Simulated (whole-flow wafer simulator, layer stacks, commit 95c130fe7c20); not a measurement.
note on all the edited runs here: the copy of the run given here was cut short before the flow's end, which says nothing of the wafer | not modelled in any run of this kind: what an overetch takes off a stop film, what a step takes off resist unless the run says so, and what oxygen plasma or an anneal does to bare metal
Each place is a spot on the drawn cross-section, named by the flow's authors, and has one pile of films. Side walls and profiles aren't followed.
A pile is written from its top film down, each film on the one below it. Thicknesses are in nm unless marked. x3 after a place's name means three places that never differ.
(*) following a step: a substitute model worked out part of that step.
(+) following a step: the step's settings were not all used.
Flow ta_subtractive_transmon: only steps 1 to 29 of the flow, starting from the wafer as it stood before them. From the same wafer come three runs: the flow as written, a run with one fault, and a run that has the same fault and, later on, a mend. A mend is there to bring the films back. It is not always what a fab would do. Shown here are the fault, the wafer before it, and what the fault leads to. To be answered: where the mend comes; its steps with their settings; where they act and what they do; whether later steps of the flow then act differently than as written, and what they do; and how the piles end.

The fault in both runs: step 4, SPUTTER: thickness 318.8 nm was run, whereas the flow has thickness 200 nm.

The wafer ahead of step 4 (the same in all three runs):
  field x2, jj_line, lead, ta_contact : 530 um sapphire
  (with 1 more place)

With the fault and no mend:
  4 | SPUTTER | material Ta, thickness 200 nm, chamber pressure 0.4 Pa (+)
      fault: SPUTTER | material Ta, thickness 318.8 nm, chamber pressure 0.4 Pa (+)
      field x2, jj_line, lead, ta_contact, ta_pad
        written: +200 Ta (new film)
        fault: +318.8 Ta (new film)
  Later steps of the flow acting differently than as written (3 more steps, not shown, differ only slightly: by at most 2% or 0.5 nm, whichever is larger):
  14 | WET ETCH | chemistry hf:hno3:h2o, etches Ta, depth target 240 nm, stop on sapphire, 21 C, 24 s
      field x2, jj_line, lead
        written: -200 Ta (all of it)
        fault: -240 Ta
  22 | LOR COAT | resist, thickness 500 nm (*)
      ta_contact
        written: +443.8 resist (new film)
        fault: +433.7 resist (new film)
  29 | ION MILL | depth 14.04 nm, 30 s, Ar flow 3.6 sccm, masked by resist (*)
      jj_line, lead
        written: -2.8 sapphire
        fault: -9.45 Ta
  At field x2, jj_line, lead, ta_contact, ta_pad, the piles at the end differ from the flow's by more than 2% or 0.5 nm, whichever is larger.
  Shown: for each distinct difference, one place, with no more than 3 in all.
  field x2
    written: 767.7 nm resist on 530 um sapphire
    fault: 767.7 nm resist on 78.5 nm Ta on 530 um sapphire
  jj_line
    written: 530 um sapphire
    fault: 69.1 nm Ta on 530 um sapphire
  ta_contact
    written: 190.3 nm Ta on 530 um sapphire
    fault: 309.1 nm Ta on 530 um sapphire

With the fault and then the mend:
  The mend stands after step 5.
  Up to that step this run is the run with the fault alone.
  5a | WET ETCH | chemistry hf:hno3:h2o, etches Ta, depth target 366.7 nm, stop on sapphire, 21 C, 36.67 s
      field x2, jj_line, lead, ta_contact, ta_pad
        -318.8 Ta (all of it)
  5b | SPUTTER | material Ta, thickness 200 nm, chamber pressure 0.4 Pa (+) (the flow's step 4, run once more)
      field x2, jj_line, lead, ta_contact, ta_pad
        +200 Ta (new film)
  Every later step of the flow that is run acts as written at every place that is followed.
  At every place that both follow, the piles at the end match the flow's.
